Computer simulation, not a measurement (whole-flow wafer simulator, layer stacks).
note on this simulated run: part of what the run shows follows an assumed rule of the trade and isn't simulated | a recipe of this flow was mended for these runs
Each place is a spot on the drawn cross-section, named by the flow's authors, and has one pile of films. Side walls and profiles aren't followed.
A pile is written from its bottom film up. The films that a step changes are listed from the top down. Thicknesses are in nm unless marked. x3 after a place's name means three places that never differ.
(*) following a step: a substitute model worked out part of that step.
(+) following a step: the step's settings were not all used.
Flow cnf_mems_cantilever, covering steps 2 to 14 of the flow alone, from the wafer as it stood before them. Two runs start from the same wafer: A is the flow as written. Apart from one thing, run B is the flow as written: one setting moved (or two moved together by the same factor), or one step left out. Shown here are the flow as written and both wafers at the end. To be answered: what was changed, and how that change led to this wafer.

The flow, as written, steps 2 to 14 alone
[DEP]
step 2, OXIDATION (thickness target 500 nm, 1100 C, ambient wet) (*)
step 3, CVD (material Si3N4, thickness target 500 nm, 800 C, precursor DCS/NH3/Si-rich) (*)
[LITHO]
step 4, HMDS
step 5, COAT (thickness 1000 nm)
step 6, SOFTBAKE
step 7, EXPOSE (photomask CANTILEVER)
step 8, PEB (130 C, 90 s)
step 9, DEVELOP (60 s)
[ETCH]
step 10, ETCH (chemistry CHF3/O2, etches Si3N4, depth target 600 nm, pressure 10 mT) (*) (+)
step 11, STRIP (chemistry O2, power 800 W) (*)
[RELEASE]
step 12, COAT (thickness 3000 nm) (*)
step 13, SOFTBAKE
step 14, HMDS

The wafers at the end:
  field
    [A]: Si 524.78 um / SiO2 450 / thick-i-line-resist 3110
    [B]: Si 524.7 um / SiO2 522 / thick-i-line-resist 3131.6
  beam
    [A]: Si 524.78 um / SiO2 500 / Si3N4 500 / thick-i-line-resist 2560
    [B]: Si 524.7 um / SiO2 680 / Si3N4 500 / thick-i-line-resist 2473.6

The reason: step 2, OXIDATION: thickness target 680 nm was run, though the flow has thickness target 500 nm; step 10, ETCH: depth target 816 nm was run, where the flow has depth target 600 nm.
The wafer lets one read it off: beam has SiO2 680, and step 2 as written asks for 500 nm.

How this came from the change, step by step:
  step 2, OXIDATION (thickness target 500 nm, 1100 C, ambient wet) (*)
      field, beam: A +500 SiO2 (new film), -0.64 chemical SiO2 (all of it), -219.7 Si | B +680 SiO2 (new film), -0.64 chemical SiO2 (all of it), -298.9 Si
  step 10, ETCH (chemistry CHF3/O2, etches Si3N4, depth target 600 nm, pressure 10 mT) (*) (+)
      field: A -500 Si3N4 (all of it), -50 SiO2 | B -500 Si3N4 (all of it), -158 SiO2
      beam: A -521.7 KrF-resist | B -709.6 KrF-resist
  step 11, STRIP (chemistry O2, power 800 W) (*)
      beam: A -460.9 KrF-resist (all of it) | B -273.1 KrF-resist (all of it)
  step 12, COAT (thickness 3000 nm) (*)
      beam: A +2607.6 thick-i-line-resist (new film) | B +2532.7 thick-i-line-resist (new film)
  step 13, SOFTBAKE
      field: A +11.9 thick-i-line-resist | B +14.8 thick-i-line-resist
      beam: A -47.6 thick-i-line-resist | B -59.1 thick-i-line-resist
